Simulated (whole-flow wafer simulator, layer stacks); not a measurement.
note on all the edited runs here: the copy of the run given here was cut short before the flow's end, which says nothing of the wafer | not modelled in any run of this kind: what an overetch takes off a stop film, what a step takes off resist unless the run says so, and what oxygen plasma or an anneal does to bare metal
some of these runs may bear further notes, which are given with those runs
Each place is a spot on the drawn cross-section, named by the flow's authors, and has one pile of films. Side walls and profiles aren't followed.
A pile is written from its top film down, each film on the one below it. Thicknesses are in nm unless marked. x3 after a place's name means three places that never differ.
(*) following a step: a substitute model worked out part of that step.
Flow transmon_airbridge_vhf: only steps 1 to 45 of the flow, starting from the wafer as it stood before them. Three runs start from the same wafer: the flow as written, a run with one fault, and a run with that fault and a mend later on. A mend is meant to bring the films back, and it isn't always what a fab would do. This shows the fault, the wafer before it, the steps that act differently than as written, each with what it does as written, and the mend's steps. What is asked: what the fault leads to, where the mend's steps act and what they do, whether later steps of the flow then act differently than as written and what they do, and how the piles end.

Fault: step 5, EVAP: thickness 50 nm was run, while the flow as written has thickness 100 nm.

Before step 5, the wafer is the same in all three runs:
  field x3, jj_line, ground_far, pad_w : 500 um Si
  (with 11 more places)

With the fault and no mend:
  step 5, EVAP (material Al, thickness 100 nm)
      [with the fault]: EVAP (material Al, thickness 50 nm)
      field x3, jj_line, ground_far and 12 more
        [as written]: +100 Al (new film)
        [with the fault]: +50 Al (new film)
  Later steps of the flow acting differently than as written (14 more steps, not shown, differ only slightly: by at most 2% or 0.5 nm, whichever is larger):
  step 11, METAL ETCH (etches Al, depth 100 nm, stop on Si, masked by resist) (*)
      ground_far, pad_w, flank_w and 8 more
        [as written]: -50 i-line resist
        [with the fault]: -37.5 i-line resist
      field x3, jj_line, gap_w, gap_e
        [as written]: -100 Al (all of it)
        [with the fault]: -50 Al (all of it)
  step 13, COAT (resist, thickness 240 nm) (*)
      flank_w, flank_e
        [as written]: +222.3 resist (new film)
        [with the fault]: +230.6 resist (new film)
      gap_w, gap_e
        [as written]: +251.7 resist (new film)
        [with the fault]: +246.1 resist (new film)
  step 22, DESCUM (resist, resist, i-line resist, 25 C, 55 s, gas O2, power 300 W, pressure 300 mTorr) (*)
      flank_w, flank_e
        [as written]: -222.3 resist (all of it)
        [with the fault]: -230.6 resist (all of it)
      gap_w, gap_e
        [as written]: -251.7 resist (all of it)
        [with the fault]: -246.1 resist (all of it)
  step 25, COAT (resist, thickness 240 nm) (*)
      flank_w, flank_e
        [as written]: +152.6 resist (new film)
        [with the fault]: +158.6 resist (new film)
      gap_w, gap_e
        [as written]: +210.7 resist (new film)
        [with the fault]: +205.3 resist (new film)
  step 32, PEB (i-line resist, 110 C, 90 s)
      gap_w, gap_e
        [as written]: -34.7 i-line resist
        [with the fault]: -34 i-line resist
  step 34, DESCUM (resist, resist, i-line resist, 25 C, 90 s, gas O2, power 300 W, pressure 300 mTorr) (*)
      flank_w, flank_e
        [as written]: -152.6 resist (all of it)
        [with the fault]: -158.6 resist (all of it)
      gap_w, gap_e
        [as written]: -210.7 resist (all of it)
        [with the fault]: -205.3 resist (all of it)
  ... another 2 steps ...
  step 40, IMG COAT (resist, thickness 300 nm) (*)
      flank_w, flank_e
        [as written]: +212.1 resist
        [with the fault]: +219.4 resist
  By the end, the piles at ground_far, pad_w, flank_w and 10 more depart from the flow's by more than 2% or 0.5 nm, whichever is larger.
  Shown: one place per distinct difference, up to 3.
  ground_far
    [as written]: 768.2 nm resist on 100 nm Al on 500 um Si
    [with the fault]: 768.2 nm resist on 50 nm Al on 500 um Si
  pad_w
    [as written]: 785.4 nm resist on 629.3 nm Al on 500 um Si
    [with the fault]: 785.6 nm resist on 591.3 nm Al on 499.99 um Si
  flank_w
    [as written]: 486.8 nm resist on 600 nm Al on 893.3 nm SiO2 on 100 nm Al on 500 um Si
    [with the fault]: 495.9 nm resist on 600 nm Al on 893 nm SiO2 on 50 nm Al on 500 um Si

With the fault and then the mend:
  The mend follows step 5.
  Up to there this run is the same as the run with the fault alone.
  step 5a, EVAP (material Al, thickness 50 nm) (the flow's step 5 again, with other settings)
      field x3, jj_line, ground_far and 12 more
        +50 Al
  Every later step of the flow that is run acts as written at every place that is followed.
  At every place that both follow, the piles at the end match the flow's.
